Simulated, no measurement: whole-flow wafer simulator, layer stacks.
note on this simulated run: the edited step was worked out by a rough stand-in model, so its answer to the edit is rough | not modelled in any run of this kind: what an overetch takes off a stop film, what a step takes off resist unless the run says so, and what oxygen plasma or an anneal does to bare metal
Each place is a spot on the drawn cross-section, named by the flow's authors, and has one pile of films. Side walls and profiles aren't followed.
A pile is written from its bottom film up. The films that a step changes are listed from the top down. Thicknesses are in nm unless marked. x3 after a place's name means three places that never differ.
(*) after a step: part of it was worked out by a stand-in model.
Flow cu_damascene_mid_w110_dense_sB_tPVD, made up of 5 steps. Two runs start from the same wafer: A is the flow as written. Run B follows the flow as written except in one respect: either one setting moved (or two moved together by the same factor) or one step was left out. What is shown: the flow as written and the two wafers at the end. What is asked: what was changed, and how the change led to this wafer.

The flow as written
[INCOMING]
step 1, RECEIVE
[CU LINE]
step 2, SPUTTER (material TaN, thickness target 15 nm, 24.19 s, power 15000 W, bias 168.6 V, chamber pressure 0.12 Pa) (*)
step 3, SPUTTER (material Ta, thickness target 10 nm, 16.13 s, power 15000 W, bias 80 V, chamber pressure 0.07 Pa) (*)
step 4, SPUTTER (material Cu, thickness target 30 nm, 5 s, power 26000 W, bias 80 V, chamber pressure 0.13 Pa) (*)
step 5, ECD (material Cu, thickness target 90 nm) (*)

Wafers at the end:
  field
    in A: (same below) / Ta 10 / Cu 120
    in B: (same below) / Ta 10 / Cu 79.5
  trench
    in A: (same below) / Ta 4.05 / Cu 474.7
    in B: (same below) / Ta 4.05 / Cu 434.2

Cause: step 5, ECD: thickness target 49.5 nm was run, whereas the flow has thickness target 90 nm.

How this came from the change, step by step:
  step 5, ECD (material Cu, thickness target 90 nm) (*)
      field: A Cu gains 90 | B Cu gains 49.5
      trench: A Cu gains 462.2 | B Cu gains 421.7
